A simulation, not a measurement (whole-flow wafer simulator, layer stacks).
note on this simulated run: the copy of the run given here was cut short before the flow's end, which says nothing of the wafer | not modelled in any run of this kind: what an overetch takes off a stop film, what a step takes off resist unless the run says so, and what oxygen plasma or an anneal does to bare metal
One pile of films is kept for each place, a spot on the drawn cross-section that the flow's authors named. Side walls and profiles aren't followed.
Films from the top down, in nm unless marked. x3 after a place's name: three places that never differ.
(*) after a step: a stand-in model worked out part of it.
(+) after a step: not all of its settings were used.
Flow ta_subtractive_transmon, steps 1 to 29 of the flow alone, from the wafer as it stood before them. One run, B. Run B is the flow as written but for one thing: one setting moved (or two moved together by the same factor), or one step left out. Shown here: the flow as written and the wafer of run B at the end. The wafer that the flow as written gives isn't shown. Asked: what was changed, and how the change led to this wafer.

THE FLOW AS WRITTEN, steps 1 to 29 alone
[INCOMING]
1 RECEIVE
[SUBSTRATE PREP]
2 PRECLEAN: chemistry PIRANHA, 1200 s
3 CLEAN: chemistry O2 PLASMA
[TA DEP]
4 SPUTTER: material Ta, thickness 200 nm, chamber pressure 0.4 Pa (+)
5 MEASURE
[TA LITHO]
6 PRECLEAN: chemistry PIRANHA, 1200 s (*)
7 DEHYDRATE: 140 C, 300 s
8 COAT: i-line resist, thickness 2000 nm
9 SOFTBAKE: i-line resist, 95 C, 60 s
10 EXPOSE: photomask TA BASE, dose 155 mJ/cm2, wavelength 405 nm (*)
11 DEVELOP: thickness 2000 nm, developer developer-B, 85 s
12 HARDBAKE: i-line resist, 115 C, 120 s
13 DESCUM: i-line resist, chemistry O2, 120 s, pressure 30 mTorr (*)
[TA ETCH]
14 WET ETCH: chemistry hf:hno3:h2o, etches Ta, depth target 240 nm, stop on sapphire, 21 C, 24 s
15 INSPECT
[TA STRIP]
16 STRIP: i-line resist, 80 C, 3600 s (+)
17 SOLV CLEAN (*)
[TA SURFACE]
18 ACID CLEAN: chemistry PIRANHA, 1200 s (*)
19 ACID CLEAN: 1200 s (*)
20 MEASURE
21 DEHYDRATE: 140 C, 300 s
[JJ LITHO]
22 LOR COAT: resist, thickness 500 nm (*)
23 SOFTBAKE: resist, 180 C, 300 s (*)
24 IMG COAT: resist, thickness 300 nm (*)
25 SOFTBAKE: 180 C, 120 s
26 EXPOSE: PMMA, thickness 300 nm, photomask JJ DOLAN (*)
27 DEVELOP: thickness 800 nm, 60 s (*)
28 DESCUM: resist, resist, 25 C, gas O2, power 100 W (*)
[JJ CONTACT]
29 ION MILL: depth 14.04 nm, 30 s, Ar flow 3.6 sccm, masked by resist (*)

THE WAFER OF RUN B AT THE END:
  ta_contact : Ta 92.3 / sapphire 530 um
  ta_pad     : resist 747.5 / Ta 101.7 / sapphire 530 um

The cause: step 4, SPUTTER: thickness 102 nm was run, where the flow has thickness 200 nm.

How the change led to this, step by step:
  4 SPUTTER: material Ta, thickness 200 nm, chamber pressure 0.4 Pa (+)
      field x2, jj_line, lead, ta_contact, ta_pad: Ta +102 (new film) (as written it would be: Ta +200 (new film))
  14 WET ETCH: chemistry hf:hno3:h2o, etches Ta, depth target 240 nm, stop on sapphire, 21 C, 24 s
      field x2, jj_line, lead: Ta -102 (all of it) (as written it would be: Ta -200 (all of it))
  22 LOR COAT: resist, thickness 500 nm (*)
      lead: resist +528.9 (new film) (as written it would be: resist +554.8 (new film))
      ta_contact: resist +470.1 (new film) (as written it would be: resist +443.8 (new film))
  24 IMG COAT: resist, thickness 300 nm (*)
      ta_contact: resist +293.8 (as written it would be: resist +287.4)
      ta_pad: resist +290.3 (as written it would be: resist +281.3)
  27 DEVELOP: thickness 800 nm, 60 s (*)
      lead: resist -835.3 (all of it) (as written it would be: resist -867.4 (all of it))
      ta_contact: resist -763.8 (all of it) (as written it would be: resist -731.2 (all of it))
